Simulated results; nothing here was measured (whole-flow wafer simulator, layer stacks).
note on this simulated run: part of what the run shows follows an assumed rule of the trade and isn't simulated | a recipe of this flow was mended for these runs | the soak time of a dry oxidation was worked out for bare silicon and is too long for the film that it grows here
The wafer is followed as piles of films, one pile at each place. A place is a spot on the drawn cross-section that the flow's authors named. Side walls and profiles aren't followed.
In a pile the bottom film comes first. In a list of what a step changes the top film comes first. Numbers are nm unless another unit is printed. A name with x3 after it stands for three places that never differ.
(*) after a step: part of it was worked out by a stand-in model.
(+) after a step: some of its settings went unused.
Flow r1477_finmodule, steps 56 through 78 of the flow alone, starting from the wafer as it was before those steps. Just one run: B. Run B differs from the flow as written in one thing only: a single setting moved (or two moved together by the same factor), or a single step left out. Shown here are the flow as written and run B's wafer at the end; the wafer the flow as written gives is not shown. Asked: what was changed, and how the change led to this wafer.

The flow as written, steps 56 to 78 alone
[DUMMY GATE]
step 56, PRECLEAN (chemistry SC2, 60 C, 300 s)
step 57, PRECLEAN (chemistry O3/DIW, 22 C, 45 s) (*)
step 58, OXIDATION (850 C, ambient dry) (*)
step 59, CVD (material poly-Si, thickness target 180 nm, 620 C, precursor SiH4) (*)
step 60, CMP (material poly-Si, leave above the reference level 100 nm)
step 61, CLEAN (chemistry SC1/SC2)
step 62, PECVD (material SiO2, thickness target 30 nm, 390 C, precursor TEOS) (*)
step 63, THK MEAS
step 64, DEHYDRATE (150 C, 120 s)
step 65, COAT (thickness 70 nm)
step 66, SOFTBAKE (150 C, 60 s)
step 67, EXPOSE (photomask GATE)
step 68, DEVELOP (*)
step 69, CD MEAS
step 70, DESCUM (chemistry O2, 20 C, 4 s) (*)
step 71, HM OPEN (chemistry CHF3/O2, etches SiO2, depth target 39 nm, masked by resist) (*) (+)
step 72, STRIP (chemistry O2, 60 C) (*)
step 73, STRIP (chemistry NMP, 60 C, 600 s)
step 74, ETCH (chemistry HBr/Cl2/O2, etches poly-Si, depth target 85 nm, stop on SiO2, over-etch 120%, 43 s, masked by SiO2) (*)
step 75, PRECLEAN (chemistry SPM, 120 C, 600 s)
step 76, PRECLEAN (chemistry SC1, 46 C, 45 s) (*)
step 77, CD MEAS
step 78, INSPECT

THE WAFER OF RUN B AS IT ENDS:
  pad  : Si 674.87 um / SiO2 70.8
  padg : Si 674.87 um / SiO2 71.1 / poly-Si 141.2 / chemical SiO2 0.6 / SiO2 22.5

Cause: step 59, CVD: 608 C was run, while the flow as written has 620 C.

How this came from the change, step by step:
  step 59, CVD (material poly-Si, thickness target 180 nm, 620 C, precursor SiH4) (*)
      esg x6, s40cg x3, eso x6, s40co x3: +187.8 poly-Si (new film) (in the flow as written it would be: +226.3 poly-Si (new film))
      pad, padg, elg x6, e200lg, elo x6, e200lo: +141.4 poly-Si (new film) (in the flow as written it would be: +180 poly-Si (new film))
      (as well as at 2 more places)
  step 60, CMP (material poly-Si, leave above the reference level 100 nm)
      pad, padg: nothing (in the flow as written it would be: -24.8 poly-Si)
      elg x6, esg x6, e200lg, s40cg x3, elo x6, eso x6, e200lo, s40co x3: -41.4 poly-Si (in the flow as written it would be: -80 poly-Si)
      (as well as at 2 more places)
  step 74, ETCH (chemistry HBr/Cl2/O2, etches poly-Si, depth target 85 nm, stop on SiO2, over-etch 120%, 43 s, masked by SiO2) (*)
      pad: -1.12 chemical SiO2 (all of it), -139 poly-Si (all of it), -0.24 SiO2 (in the flow as written it would be: -1.12 chemical SiO2 (all of it), -152.8 poly-Si (all of it), -0.17 SiO2)
